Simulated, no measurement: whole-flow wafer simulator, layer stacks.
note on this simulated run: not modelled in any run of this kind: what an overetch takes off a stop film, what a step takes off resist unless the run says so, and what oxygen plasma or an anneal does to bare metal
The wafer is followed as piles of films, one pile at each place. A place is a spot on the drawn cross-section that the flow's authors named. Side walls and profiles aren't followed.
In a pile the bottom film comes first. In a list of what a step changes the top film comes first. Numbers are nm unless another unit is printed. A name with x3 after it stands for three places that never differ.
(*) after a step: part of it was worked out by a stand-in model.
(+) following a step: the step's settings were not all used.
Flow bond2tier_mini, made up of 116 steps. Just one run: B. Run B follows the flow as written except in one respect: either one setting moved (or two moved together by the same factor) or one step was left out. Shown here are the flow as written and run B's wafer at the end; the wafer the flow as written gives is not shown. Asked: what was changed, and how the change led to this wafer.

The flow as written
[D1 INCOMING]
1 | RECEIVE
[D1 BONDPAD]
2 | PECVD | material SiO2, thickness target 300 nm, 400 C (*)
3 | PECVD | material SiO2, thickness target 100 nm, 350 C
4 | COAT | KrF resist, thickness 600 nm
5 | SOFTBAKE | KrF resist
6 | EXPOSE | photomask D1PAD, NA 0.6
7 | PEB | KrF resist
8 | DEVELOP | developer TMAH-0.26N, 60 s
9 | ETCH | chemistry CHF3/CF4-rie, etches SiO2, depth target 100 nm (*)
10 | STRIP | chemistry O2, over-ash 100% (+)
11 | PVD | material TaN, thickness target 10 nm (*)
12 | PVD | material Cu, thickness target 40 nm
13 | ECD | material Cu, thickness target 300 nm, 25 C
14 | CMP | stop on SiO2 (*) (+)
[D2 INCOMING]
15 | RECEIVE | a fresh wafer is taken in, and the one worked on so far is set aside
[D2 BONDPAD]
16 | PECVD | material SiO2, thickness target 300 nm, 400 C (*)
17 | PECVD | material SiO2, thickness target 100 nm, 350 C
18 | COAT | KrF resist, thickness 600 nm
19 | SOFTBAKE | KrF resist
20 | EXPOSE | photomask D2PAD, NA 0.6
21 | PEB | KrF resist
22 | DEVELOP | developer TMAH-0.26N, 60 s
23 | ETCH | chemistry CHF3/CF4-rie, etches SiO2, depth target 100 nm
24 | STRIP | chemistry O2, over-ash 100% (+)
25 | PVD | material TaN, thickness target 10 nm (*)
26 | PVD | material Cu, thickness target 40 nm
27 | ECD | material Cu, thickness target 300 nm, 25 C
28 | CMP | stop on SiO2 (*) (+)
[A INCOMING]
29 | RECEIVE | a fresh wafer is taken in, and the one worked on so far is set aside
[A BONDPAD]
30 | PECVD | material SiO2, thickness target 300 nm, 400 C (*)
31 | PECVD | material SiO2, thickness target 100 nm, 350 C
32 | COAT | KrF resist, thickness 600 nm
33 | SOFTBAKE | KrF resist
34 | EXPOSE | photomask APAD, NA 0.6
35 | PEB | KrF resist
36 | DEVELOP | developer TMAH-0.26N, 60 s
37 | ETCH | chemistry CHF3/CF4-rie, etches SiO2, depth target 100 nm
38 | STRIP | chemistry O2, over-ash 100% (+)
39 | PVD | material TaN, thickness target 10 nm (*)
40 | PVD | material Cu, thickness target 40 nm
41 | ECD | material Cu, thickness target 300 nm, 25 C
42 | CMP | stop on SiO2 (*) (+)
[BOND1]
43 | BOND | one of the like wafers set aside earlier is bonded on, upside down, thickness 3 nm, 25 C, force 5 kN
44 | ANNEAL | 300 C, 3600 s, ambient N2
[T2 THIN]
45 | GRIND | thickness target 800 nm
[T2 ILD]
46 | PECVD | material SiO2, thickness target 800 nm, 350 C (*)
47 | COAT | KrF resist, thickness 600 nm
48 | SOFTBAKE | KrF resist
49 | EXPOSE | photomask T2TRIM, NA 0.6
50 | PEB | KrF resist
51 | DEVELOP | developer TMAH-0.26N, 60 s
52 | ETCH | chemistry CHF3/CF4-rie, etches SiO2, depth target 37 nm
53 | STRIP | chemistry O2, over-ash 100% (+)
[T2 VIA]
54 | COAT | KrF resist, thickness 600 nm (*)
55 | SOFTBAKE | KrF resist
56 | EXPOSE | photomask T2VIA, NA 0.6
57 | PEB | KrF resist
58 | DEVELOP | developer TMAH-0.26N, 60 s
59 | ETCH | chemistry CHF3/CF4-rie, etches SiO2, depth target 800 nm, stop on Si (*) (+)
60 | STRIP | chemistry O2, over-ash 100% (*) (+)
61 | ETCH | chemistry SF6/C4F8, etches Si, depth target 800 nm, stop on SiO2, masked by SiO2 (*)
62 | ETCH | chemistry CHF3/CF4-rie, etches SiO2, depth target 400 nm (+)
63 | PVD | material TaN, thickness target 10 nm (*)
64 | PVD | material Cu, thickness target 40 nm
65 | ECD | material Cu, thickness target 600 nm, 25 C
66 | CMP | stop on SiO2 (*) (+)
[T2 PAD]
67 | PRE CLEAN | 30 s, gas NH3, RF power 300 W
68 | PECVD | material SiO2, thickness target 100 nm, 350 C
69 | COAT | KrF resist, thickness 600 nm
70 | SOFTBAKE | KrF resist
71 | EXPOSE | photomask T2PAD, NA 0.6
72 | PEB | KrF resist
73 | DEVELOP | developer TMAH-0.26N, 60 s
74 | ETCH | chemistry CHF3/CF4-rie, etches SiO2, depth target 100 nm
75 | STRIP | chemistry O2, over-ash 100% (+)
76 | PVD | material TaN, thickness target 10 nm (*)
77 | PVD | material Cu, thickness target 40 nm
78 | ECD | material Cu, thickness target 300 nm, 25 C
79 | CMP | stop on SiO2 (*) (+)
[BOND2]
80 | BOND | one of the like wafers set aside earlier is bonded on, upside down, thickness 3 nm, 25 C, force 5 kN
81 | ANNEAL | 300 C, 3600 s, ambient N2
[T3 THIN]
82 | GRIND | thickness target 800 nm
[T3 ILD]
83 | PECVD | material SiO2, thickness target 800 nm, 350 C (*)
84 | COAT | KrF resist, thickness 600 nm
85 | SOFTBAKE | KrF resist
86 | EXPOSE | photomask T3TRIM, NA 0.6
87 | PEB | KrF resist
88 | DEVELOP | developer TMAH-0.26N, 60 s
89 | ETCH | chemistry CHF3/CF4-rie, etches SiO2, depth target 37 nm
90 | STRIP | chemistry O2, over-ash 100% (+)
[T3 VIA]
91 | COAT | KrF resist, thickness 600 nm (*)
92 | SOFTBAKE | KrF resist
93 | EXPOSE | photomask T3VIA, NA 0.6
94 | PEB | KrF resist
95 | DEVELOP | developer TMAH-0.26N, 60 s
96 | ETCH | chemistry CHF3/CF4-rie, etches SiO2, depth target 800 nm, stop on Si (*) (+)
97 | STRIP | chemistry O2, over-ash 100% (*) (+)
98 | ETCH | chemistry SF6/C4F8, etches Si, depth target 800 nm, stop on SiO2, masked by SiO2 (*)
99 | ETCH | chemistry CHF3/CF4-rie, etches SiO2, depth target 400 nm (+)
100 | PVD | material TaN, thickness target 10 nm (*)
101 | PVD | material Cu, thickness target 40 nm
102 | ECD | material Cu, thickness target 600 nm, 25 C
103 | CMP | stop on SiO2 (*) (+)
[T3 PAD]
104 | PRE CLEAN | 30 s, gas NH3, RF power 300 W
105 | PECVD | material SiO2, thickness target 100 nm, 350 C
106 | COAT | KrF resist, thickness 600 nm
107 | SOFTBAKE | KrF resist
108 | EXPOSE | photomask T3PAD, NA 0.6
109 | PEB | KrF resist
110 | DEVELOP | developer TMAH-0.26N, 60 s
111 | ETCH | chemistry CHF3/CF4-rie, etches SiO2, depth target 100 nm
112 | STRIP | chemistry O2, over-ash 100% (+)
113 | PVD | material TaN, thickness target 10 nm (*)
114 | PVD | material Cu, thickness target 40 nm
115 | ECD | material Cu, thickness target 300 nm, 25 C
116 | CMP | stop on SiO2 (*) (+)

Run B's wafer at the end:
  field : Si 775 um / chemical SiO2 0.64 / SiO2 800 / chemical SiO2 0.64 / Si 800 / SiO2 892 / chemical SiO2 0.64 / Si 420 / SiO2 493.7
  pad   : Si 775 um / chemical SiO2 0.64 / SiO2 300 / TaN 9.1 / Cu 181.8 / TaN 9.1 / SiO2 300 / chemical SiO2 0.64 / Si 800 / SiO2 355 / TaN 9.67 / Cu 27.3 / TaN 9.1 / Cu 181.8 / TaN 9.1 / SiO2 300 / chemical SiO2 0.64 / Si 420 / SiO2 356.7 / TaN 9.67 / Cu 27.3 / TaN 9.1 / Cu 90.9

Cause: step 82, GRIND: thickness target 420 nm was run, though the flow has thickness target 800 nm.
One can read it off the wafer: field has Si 420, and step 82 as written asks for 800 nm.

How this came from the change, step by step:
  82 | GRIND | thickness target 800 nm
      field, pad: Si loses 774.58 um (it would be, as written: Si loses 774.2 um)
  98 | ETCH | chemistry SF6/C4F8, etches Si, depth target 800 nm, stop on SiO2, masked by SiO2 (*)
      field, pad: SiO2 loses 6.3 (it would be, as written: SiO2 loses 8)
